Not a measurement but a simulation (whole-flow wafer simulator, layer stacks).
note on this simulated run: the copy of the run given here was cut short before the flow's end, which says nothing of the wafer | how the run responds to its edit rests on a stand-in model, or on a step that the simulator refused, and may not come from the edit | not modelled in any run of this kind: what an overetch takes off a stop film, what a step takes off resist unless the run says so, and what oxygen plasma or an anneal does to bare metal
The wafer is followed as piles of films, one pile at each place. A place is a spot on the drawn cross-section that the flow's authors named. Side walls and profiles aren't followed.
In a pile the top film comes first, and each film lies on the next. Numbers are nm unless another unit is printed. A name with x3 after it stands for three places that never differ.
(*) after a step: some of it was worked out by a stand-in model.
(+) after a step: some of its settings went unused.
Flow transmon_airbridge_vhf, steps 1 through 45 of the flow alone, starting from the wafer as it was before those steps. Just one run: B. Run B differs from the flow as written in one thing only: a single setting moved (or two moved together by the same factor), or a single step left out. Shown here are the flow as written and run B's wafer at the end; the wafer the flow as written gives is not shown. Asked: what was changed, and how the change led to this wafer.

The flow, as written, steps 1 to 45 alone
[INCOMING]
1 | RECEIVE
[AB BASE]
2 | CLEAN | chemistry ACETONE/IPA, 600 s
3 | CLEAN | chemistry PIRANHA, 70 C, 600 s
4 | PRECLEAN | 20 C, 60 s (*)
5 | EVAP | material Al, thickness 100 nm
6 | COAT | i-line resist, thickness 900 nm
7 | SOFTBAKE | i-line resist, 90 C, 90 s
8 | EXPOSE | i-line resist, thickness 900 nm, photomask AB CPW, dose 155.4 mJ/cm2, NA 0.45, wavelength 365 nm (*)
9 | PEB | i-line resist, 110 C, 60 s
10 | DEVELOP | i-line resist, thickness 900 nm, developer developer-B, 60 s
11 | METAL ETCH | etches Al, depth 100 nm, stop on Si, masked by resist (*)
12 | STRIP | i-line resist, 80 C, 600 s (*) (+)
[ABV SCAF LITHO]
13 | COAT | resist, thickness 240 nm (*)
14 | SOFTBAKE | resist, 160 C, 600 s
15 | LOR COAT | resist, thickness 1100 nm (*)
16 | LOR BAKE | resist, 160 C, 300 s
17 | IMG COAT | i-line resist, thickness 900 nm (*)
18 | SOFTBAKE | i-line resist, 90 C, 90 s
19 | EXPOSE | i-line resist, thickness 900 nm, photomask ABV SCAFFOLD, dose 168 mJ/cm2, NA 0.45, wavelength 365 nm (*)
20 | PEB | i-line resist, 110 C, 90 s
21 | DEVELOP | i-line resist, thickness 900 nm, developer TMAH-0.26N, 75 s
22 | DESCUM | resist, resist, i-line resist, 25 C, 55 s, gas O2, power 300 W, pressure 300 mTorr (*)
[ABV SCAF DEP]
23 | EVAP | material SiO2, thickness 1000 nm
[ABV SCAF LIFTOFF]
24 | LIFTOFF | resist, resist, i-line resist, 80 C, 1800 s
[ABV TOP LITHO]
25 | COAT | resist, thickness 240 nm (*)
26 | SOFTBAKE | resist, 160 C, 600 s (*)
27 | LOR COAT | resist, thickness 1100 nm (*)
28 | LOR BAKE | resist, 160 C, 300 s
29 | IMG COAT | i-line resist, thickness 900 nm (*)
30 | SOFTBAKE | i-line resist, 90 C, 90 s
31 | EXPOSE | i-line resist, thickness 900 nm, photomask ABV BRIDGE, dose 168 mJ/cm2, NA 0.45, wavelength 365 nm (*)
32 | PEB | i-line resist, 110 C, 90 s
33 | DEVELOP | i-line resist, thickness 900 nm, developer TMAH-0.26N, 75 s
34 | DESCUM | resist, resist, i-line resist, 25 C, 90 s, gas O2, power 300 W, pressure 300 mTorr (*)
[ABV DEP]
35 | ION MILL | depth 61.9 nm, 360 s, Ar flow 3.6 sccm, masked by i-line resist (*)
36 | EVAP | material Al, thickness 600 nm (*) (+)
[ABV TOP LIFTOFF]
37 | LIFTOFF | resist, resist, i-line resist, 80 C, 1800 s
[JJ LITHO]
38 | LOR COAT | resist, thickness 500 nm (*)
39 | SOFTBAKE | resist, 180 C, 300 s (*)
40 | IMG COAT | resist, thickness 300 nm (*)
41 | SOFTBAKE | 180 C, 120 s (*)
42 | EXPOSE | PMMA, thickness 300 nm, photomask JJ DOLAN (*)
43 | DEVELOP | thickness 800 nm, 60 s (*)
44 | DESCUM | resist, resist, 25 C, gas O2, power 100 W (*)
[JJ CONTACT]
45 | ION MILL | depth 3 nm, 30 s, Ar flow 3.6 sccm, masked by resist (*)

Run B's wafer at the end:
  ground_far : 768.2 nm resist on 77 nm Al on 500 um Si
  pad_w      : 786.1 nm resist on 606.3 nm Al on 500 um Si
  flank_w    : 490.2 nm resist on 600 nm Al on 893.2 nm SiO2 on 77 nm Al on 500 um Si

The reason: step 5, EVAP: thickness 77 nm was run, though the flow has thickness 100 nm.
The wafer itself shows it: ground_far has Al 77, and step 5 as written asks for 100 nm.

How this came from the change, step by step:
  5 | EVAP | material Al, thickness 100 nm
      field x3, jj_line, ground_far and 12 more: Al gains 77 (new film) (as written it would have been: Al gains 100 (new film))
  11 | METAL ETCH | etches Al, depth 100 nm, stop on Si, masked by resist (*)
      field x3, jj_line, gap_w, gap_e: Al loses 77 (all of it) (as written it would have been: Al loses 100 (all of it))
